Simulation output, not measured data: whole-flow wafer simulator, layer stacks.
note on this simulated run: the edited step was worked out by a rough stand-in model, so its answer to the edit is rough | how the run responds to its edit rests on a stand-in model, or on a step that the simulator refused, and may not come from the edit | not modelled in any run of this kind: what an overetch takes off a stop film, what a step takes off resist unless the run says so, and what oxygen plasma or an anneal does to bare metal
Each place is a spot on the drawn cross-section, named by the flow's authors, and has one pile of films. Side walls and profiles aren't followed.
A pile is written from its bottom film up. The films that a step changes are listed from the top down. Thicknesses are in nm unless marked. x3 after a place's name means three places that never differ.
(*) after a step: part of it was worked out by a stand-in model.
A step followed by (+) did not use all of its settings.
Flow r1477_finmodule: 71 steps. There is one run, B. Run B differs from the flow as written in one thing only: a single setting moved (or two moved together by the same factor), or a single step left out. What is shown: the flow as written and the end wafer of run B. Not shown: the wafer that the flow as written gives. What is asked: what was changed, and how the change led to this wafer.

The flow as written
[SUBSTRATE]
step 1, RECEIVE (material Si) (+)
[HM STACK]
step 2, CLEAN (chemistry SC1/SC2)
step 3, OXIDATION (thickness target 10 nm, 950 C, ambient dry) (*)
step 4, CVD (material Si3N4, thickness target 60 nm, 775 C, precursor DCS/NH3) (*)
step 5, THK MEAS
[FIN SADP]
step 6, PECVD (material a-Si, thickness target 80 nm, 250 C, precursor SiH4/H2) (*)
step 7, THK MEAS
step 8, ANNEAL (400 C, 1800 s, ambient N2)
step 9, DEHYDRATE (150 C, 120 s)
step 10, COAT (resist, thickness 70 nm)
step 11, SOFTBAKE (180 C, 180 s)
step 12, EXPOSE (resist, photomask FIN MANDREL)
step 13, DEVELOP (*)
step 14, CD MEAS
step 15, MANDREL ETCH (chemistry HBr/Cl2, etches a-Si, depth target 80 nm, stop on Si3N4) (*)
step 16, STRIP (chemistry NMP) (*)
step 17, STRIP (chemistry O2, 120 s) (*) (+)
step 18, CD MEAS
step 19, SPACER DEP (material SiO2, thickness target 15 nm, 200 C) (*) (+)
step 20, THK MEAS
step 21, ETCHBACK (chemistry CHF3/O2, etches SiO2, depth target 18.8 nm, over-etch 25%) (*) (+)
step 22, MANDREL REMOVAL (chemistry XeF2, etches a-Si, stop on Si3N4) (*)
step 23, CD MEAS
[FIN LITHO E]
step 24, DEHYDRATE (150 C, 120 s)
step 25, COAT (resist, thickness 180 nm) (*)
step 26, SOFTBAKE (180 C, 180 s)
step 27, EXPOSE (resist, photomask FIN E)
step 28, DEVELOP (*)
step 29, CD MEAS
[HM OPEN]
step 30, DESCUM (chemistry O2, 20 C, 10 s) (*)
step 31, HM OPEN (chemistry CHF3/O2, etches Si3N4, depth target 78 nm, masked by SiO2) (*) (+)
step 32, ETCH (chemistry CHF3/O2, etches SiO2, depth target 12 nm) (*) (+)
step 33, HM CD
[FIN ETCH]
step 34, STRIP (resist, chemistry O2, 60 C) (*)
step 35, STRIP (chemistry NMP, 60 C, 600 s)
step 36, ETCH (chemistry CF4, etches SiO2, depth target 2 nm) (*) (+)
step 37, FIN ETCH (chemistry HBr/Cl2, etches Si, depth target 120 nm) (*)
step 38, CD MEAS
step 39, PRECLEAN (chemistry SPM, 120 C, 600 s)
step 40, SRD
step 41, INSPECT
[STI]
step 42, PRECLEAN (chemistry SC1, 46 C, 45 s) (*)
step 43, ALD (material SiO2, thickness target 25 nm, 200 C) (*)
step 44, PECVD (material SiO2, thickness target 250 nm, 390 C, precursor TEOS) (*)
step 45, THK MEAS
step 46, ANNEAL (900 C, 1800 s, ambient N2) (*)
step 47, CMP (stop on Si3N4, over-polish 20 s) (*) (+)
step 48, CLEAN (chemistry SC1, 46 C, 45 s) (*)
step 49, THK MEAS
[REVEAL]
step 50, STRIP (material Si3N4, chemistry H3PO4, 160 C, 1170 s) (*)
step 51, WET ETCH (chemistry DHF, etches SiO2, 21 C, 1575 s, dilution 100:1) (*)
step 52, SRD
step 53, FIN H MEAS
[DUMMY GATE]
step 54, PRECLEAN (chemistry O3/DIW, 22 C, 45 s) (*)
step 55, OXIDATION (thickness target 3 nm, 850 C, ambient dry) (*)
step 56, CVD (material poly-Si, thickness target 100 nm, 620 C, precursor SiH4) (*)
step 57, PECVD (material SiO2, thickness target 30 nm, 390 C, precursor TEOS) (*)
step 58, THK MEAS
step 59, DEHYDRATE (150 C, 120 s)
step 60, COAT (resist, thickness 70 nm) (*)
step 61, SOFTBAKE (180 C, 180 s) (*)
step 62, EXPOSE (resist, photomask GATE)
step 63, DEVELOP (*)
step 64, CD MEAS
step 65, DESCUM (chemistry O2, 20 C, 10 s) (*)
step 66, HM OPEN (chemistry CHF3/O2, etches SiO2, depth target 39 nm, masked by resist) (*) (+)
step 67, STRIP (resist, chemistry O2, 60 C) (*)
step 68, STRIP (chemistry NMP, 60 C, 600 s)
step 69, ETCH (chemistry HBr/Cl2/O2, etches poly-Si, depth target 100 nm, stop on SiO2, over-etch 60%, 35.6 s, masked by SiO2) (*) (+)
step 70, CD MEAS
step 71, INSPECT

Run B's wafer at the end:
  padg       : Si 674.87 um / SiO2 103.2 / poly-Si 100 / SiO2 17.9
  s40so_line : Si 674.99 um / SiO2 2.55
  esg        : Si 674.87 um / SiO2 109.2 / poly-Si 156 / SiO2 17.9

What caused this: step 57, PECVD: thickness target 23.2 nm was run, though the flow has thickness target 30 nm.

The path from the change to this, step by step:
  step 57, PECVD (material SiO2, thickness target 30 nm, 390 C, precursor TEOS) (*)
      pad, padg, elg and 33 more: +23.2 SiO2 (new film) (as written it would have been: +30 SiO2 (new film))
  step 66, HM OPEN (chemistry CHF3/O2, etches SiO2, depth target 39 nm, masked by resist) (*) (+)
      pad, elo, eso and 15 more: -23.2 SiO2 (all of it), -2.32 poly-Si (as written it would have been: -30 SiO2 (all of it), -1.8 poly-Si)
      padg, elg, esg and 12 more: -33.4 resist (as written it would have been: -37.4 resist)
      (also at 3 further places)
  step 67, STRIP (resist, chemistry O2, 60 C) (*)
      padg, elg, esg: -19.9 resist (all of it) (as written it would have been: -15.9 resist (all of it))
      e40lg, e100lg, e200lg: -16.8 resist (all of it) (as written it would have been: -12.8 resist (all of it))
      (also at 12 further places)
